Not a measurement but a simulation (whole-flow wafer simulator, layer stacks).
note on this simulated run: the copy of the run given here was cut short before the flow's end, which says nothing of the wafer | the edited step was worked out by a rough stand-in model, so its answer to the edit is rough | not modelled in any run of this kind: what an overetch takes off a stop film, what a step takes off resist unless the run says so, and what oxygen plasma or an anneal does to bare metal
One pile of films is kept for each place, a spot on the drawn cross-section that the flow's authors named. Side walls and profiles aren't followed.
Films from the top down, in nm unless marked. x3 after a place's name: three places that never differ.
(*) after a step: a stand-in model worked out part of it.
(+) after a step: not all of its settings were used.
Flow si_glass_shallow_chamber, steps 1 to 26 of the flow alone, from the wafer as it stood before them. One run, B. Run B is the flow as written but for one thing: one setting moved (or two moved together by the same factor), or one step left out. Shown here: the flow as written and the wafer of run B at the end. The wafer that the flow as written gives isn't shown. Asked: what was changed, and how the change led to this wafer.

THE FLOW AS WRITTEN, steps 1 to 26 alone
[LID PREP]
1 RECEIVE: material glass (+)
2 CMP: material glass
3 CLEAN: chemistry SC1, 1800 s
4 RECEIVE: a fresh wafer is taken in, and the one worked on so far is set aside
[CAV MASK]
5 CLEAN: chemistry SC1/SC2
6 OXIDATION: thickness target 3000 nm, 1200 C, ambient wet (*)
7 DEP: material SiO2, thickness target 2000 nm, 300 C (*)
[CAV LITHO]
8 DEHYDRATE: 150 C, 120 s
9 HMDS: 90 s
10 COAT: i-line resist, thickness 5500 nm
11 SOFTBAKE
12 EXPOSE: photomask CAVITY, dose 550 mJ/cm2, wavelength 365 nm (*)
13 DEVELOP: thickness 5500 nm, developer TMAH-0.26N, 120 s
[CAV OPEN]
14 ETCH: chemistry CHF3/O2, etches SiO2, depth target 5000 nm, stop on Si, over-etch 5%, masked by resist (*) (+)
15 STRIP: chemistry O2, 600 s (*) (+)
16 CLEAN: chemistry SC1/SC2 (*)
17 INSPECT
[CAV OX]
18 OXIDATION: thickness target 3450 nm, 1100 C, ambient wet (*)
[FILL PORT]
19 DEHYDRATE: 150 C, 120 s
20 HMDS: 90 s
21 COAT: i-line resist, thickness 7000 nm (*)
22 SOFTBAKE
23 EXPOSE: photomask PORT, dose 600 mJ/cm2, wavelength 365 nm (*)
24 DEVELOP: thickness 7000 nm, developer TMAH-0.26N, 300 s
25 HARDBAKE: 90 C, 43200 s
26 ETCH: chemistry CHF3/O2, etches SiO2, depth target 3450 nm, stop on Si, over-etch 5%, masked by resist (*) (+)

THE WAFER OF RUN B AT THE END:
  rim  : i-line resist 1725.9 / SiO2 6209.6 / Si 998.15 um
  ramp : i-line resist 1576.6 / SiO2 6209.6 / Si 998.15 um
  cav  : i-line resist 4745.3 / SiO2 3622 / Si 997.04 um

The cause: step 18, OXIDATION: thickness target 3622 nm was run, where the flow has thickness target 3450 nm.
It can be read off the wafer: cav has SiO2 3622, and step 18 as written asks for 3450 nm.

How the change led to this, step by step:
  18 OXIDATION: thickness target 3450 nm, 1100 C, ambient wet (*)
      rim, ramp, septum, ring: SiO2 +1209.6, Si -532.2 (as written it would be: SiO2 +1109.8, Si -488.3)
      cav, port: SiO2 +3622 (new film), chemical SiO2 -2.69 (all of it), Si -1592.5 (as written it would be: SiO2 +3450 (new film), chemical SiO2 -2.69 (all of it), Si -1516.8)
  26 ETCH: chemistry CHF3/O2, etches SiO2, depth target 3450 nm, stop on Si, over-etch 5%, masked by resist (*) (+)
      port: SiO2 -3622 (all of it), Si -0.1 (as written it would be: SiO2 -3450 (all of it), Si -34.5)
